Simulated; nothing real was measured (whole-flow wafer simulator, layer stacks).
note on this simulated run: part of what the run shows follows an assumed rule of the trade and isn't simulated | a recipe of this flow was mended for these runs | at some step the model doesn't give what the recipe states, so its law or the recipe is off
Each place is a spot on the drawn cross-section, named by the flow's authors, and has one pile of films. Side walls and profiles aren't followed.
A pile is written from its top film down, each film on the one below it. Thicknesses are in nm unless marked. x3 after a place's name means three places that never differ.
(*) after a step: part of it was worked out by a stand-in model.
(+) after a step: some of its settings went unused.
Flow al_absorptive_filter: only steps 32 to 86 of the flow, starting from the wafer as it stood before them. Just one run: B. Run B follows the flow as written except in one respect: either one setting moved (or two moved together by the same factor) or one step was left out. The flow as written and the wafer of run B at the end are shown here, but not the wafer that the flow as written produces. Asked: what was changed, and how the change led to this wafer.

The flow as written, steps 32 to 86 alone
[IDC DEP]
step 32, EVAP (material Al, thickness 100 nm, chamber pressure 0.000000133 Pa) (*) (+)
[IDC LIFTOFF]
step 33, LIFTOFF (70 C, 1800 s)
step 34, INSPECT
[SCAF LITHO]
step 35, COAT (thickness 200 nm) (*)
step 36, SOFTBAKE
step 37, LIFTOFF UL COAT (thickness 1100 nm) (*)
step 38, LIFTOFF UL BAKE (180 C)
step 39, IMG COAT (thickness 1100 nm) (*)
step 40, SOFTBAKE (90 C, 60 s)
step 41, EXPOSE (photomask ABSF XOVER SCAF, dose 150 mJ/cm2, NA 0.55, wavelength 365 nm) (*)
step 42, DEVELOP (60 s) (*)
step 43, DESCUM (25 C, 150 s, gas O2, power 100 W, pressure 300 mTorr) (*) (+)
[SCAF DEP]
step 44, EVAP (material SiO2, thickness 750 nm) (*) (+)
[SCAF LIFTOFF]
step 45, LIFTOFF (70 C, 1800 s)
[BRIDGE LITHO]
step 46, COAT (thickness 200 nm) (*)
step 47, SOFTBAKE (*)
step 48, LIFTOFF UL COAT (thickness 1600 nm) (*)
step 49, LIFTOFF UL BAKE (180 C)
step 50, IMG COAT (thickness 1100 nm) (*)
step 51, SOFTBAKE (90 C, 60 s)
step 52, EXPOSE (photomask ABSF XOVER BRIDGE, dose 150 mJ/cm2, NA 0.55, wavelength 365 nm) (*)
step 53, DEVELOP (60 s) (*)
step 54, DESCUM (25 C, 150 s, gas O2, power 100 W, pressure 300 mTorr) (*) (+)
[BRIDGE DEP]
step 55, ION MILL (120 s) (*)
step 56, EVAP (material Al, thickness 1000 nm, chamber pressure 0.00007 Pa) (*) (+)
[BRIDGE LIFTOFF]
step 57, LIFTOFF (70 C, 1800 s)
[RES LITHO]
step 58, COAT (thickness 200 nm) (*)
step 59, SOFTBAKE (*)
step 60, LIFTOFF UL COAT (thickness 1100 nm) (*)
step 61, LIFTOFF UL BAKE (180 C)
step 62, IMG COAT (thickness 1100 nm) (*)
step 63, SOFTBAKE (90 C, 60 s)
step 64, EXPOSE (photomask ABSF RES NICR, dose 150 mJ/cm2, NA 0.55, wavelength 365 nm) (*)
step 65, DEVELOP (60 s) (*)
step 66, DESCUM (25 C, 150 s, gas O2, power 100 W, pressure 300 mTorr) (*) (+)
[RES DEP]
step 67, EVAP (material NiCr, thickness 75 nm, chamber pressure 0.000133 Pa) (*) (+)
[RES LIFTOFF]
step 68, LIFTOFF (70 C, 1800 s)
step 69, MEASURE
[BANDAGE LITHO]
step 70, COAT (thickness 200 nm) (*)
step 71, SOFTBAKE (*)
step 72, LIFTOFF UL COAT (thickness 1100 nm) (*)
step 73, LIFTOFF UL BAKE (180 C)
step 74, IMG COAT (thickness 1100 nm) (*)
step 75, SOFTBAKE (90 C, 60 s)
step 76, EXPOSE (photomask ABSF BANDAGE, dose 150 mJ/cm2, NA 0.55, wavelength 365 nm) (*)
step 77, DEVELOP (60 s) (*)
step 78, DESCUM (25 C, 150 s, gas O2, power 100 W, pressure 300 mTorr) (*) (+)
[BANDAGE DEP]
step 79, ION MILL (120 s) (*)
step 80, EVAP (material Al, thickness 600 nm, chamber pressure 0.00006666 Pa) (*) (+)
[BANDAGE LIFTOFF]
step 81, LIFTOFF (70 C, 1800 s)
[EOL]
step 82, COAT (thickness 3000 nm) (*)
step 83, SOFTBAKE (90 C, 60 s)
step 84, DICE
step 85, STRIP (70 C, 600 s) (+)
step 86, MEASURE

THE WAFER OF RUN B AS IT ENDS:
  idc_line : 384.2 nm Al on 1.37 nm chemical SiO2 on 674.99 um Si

What caused this: step 32, EVAP: thickness 125.3 nm was run, though the flow has thickness 100 nm.

How this came from the change, step by step:
  step 32, EVAP (material Al, thickness 100 nm, chamber pressure 0.000000133 Pa) (*) (+)
      gnd, pad_far, pad_near and 10 more: Al gains 125.3 (new film) (as written it would have been: Al gains 100 (new film))
      idc_line: Al gains 384.2 (new film) (as written it would have been: Al gains 100 (new film))
  step 33, LIFTOFF (70 C, 1800 s)
      gnd, xa_field, xa_margin, xa_strip, xl_land, idc_field, idc_space: Al loses 125.3 (all of it), e-beam-resist loses 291 (all of it) (as written it would have been: Al loses 100 (all of it), e-beam-resist loses 291 (all of it))
      pad_far: Al loses 125.3 (all of it), e-beam-resist loses 287 (all of it) (as written it would have been: Al loses 100 (all of it), e-beam-resist loses 287 (all of it))
      (also at 5 further places)
  step 35, COAT (thickness 200 nm) (*)
      idc_line: acrylic-e-beam-resist gains 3 (new film) (as written it would have been: acrylic-e-beam-resist gains 125.3 (new film))
      idc_space: acrylic-e-beam-resist gains 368 (new film) (as written it would have been: acrylic-e-beam-resist gains 228.2 (new film))
  step 37, LIFTOFF UL COAT (thickness 1100 nm) (*)
      idc_line: lift-off-underlayer gains 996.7 (new film) (as written it would have been: lift-off-underlayer gains 1090 (new film))
      idc_space: lift-off-underlayer gains 1016.9 (new film) (as written it would have been: lift-off-underlayer gains 1087.8 (new film))
  step 45, LIFTOFF (70 C, 1800 s)
      idc_line: SiO2 loses 750 (all of it), i-line-resist loses 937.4 (all of it), lift-off-underlayer loses 996.7 (all of it), acrylic-e-beam-resist loses 3 (all of it) (as written it would have been: SiO2 loses 750 (all of it), i-line-resist loses 939.2 (all of it), lift-off-underlayer loses 1090 (all of it), acrylic-e-beam-resist loses 125.3 (all of it))
      idc_space: SiO2 loses 750 (all of it), i-line-resist loses 937 (all of it), lift-off-underlayer loses 1016.9 (all of it), acrylic-e-beam-resist loses 368 (all of it) (as written it would have been: SiO2 loses 750 (all of it), i-line-resist loses 939.1 (all of it), lift-off-underlayer loses 1087.8 (all of it), acrylic-e-beam-resist loses 228.2 (all of it))
  step 46, COAT (thickness 200 nm) (*)
      idc_line: acrylic-e-beam-resist gains 3 (new film) (as written it would have been: acrylic-e-beam-resist gains 129.8 (new film))
      idc_space: acrylic-e-beam-resist gains 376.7 (new film) (as written it would have been: acrylic-e-beam-resist gains 229.8 (new film))
  step 48, LIFTOFF UL COAT (thickness 1600 nm) (*)
      idc_line: lift-off-underlayer gains 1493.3 (new film) (as written it would have been: lift-off-underlayer gains 1586.1 (new film))
      idc_space: lift-off-underlayer gains 1504.5 (new film) (as written it would have been: lift-off-underlayer gains 1586.9 (new film))
  step 57, LIFTOFF (70 C, 1800 s)
      idc_line: Al loses 1000 (all of it), i-line-resist loses 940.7 (all of it), lift-off-underlayer loses 1493.3 (all of it), acrylic-e-beam-resist loses 3 (all of it) (as written it would have been: Al loses 1000 (all of it), i-line-resist loses 941.5 (all of it), lift-off-underlayer loses 1586.1 (all of it), acrylic-e-beam-resist loses 129.8 (all of it))
      idc_space: Al loses 1000 (all of it), i-line-resist loses 940.7 (all of it), lift-off-underlayer loses 1504.5 (all of it), acrylic-e-beam-resist loses 376.7 (all of it) (as written it would have been: Al loses 1000 (all of it), i-line-resist loses 941.5 (all of it), lift-off-underlayer loses 1586.9 (all of it), acrylic-e-beam-resist loses 229.8 (all of it))
  step 58, COAT (thickness 200 nm) (*)
      idc_line: acrylic-e-beam-resist gains 3 (new film) (as written it would have been: acrylic-e-beam-resist gains 129.8 (new film))
      idc_space: acrylic-e-beam-resist gains 376.7 (new film) (as written it would have been: acrylic-e-beam-resist gains 229.8 (new film))
  step 60, LIFTOFF UL COAT (thickness 1100 nm) (*)
      idc_line: lift-off-underlayer gains 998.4 (new film) (as written it would have been: lift-off-underlayer gains 1086.6 (new film))
      idc_space: lift-off-underlayer gains 1009.6 (new film) (as written it would have been: lift-off-underlayer gains 1087.4 (new film))
  step 68, LIFTOFF (70 C, 1800 s)
      idc_line: NiCr loses 75 (all of it), i-line-resist loses 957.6 (all of it), lift-off-underlayer loses 998.4 (all of it), acrylic-e-beam-resist loses 3 (all of it) (as written it would have been: NiCr loses 75 (all of it), i-line-resist loses 959.8 (all of it), lift-off-underlayer loses 1086.6 (all of it), acrylic-e-beam-resist loses 129.8 (all of it))
      idc_space: NiCr loses 75 (all of it), i-line-resist loses 957.7 (all of it), lift-off-underlayer loses 1009.6 (all of it), acrylic-e-beam-resist loses 376.7 (all of it) (as written it would have been: NiCr loses 75 (all of it), i-line-resist loses 959.8 (all of it), lift-off-underlayer loses 1087.4 (all of it), acrylic-e-beam-resist loses 229.8 (all of it))
  step 70, COAT (thickness 200 nm) (*)
      idc_line: acrylic-e-beam-resist gains 3 (new film) (as written it would have been: acrylic-e-beam-resist gains 129.8 (new film))
      idc_space: acrylic-e-beam-resist gains 376.7 (new film) (as written it would have been: acrylic-e-beam-resist gains 229.8 (new film))
  step 72, LIFTOFF UL COAT (thickness 1100 nm) (*)
      idc_line: lift-off-underlayer gains 998.4 (new film) (as written it would have been: lift-off-underlayer gains 1086.6 (new film))
      idc_space: lift-off-underlayer gains 1009.6 (new film) (as written it would have been: lift-off-underlayer gains 1087.4 (new film))
  step 81, LIFTOFF (70 C, 1800 s)
      idc_line: Al loses 600 (all of it), i-line-resist loses 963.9 (all of it), lift-off-underlayer loses 998.4 (all of it), acrylic-e-beam-resist loses 3 (all of it) (as written it would have been: Al loses 600 (all of it), i-line-resist loses 966.1 (all of it), lift-off-underlayer loses 1086.6 (all of it), acrylic-e-beam-resist loses 129.8 (all of it))
      idc_space: Al loses 600 (all of it), i-line-resist loses 964 (all of it), lift-off-underlayer loses 1009.6 (all of it), acrylic-e-beam-resist loses 376.7 (all of it) (as written it would have been: Al loses 600 (all of it), i-line-resist loses 966.1 (all of it), lift-off-underlayer loses 1087.4 (all of it), acrylic-e-beam-resist loses 229.8 (all of it))
  step 82, COAT (thickness 3000 nm) (*)
      idc_line: i-line-resist gains 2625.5 (new film) (as written it would have been: i-line-resist gains 2901.8 (new film))
  step 83, SOFTBAKE (90 C, 60 s)
      idc_line: i-line-resist loses 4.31 (as written it would have been: i-line-resist loses 0.95)
      idc_space: i-line-resist loses 4.3 (as written it would have been: i-line-resist loses 0.95)
  step 85, STRIP (70 C, 600 s) (+)
      idc_line: i-line-resist loses 2621.2 (all of it) (as written it would have been: i-line-resist loses 2900.9 (all of it))
